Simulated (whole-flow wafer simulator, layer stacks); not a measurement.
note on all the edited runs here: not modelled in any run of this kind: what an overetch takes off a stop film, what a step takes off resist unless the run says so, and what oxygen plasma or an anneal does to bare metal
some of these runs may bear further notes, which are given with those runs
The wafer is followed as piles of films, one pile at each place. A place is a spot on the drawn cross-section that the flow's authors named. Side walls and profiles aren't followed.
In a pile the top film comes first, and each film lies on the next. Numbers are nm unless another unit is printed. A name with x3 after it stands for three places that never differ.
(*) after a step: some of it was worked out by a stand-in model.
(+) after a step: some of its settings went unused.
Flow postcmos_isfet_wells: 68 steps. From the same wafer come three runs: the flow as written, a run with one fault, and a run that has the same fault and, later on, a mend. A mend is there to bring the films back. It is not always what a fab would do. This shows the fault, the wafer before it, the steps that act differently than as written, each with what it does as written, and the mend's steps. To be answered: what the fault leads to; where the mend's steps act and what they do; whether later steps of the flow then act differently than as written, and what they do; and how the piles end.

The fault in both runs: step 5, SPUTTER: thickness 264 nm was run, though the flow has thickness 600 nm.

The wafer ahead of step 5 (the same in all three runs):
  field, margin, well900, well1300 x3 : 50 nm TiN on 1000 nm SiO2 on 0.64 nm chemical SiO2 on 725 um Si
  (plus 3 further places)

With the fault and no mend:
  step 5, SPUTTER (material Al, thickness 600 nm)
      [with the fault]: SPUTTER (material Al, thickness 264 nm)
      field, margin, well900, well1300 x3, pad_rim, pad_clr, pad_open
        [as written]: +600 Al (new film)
        [with the fault]: +264 Al (new film)
  Later steps of the flow acting differently than as written:
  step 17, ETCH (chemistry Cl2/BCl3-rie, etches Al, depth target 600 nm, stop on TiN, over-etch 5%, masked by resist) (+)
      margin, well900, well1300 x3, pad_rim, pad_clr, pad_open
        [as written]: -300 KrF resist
        [with the fault]: -138.6 KrF resist
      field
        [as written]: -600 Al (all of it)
        [with the fault]: -264 Al (all of it)
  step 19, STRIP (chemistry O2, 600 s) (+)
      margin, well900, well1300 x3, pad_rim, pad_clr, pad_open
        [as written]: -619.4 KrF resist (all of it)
        [with the fault]: -780.8 KrF resist (all of it)
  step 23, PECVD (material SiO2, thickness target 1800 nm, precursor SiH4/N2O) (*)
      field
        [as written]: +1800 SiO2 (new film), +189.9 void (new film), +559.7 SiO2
        [with the fault]: +2213.6 SiO2
  At field, margin, well900, well1300 x3, pad_rim, pad_clr, pad_open, the piles at the end differ from the flow's by more than 2% or 0.5 nm, whichever is larger.
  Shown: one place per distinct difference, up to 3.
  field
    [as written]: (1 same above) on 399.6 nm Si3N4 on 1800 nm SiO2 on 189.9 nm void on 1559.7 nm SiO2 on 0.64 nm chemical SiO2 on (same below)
    [with the fault]: (1 same above) on 399.6 nm Si3N4 on 3213.6 nm SiO2 on 0.64 nm chemical SiO2 on (same below)
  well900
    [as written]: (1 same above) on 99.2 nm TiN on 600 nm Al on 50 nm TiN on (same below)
    [with the fault]: (1 same above) on 99.2 nm TiN on 264 nm Al on 50 nm TiN on (same below)
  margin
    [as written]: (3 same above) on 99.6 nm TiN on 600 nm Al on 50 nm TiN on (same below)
    [with the fault]: (3 same above) on 99.6 nm TiN on 264 nm Al on 50 nm TiN on (same below)

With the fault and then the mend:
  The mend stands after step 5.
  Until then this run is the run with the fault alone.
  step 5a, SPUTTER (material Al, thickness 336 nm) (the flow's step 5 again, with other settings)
      field, margin, well900, well1300 x3, pad_rim, pad_clr, pad_open
        +336 Al
  None of the later steps of the flow acts differently than as written at any place that is followed.
  At every place that both follow, the piles at the end match the flow's.
